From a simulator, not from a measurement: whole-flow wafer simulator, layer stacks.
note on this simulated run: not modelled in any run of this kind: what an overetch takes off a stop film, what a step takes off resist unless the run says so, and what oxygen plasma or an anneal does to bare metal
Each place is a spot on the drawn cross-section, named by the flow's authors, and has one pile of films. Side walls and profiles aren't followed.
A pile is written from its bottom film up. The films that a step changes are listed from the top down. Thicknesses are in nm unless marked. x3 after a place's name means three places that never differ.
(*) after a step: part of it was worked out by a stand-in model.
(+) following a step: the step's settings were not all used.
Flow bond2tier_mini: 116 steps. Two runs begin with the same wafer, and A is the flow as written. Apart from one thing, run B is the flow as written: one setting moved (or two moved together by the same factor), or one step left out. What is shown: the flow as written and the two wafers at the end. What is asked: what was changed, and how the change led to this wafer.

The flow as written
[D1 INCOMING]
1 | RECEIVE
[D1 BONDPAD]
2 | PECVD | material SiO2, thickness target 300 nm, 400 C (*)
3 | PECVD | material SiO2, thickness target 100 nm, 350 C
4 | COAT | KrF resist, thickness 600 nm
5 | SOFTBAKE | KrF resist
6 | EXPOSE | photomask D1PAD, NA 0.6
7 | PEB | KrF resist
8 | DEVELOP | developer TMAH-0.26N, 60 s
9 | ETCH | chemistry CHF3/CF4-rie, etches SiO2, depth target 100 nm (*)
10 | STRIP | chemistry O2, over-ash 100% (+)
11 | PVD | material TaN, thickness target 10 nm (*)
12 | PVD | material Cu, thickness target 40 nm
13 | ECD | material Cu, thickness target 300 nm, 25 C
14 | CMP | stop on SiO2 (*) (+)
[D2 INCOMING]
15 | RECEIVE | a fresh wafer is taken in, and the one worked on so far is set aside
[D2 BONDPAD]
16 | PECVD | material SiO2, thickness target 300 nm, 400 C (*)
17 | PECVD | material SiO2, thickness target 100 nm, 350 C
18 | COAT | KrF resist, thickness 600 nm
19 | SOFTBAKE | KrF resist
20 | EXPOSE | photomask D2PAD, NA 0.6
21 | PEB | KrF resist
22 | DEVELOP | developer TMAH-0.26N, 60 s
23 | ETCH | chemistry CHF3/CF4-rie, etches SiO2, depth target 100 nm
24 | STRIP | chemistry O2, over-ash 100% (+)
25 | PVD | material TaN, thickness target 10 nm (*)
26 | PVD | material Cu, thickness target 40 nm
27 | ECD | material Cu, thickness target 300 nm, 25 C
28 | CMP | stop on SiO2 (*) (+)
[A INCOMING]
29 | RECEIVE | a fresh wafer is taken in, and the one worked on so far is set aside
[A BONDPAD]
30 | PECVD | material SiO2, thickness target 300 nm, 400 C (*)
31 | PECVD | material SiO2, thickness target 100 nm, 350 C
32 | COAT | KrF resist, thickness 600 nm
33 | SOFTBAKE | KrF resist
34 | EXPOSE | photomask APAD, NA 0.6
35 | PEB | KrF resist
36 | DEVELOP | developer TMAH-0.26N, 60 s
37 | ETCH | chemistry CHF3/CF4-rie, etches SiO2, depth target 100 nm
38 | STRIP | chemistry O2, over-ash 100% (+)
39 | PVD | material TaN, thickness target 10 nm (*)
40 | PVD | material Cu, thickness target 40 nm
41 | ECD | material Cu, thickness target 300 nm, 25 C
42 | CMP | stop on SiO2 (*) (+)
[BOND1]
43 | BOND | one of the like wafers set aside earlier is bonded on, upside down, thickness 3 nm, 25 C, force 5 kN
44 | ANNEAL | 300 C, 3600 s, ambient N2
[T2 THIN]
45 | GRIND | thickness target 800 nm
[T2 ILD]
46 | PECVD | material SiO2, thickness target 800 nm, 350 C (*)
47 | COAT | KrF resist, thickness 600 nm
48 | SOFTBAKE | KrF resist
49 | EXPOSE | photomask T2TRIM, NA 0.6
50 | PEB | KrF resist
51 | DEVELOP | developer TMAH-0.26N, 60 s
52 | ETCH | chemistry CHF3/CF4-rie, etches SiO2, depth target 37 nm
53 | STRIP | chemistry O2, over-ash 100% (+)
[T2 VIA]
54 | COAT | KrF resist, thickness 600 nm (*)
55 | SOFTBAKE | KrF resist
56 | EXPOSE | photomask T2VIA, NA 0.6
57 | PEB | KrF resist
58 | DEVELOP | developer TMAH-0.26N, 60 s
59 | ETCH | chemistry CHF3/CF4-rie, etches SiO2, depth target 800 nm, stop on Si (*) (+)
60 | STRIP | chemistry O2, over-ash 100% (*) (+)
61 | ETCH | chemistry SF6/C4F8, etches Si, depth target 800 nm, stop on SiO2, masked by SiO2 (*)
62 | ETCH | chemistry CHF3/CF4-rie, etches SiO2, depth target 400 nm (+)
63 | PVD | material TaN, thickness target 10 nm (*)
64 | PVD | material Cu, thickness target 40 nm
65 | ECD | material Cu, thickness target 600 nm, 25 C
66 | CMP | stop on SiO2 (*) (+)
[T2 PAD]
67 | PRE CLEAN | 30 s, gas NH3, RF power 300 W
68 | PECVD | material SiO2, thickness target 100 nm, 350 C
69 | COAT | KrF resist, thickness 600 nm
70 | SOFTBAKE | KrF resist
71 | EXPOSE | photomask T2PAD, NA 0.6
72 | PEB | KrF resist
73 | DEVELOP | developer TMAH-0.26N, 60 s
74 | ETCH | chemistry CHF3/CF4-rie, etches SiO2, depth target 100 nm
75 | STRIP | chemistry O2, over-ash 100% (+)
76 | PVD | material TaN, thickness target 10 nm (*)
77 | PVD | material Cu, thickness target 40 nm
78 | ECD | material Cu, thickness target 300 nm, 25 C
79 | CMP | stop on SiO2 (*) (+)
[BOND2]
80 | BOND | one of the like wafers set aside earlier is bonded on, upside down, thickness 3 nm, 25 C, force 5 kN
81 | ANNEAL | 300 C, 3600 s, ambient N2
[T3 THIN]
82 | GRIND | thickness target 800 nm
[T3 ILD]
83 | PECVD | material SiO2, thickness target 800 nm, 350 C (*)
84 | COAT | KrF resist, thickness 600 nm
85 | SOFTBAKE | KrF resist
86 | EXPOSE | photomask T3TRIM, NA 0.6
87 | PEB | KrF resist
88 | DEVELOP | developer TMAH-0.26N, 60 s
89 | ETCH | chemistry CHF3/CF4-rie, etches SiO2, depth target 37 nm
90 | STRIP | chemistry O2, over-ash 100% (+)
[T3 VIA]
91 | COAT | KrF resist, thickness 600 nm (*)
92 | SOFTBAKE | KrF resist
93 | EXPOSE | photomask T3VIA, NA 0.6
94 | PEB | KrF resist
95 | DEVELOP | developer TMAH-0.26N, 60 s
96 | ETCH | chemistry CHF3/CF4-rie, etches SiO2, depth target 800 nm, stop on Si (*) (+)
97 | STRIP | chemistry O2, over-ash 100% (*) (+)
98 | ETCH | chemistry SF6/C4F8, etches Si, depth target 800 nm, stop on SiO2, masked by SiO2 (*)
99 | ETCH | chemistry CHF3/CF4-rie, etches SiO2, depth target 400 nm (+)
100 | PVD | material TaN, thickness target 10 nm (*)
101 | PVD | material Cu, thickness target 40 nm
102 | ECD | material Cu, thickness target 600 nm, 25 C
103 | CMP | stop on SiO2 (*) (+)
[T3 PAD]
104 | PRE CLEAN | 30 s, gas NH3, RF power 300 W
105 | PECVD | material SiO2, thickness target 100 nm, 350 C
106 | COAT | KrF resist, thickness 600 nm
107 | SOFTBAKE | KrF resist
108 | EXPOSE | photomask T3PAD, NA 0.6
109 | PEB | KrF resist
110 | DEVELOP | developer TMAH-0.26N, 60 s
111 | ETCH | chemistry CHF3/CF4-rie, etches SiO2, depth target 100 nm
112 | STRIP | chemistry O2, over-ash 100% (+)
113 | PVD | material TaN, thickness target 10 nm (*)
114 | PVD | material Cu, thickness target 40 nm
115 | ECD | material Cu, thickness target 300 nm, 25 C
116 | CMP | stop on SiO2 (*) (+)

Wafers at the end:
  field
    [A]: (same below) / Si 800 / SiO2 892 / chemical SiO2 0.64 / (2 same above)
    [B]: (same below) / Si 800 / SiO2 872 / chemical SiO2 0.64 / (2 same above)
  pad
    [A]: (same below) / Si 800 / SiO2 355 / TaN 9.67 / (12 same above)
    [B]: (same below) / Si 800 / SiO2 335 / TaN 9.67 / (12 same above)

Cause: step 62, ETCH: depth target 420 nm was run, while the flow as written has depth target 400 nm.

How this came from the change, step by step:
  62 | ETCH | chemistry CHF3/CF4-rie, etches SiO2, depth target 400 nm (+)
      field, pad: A SiO2 loses 400 | B SiO2 loses 420
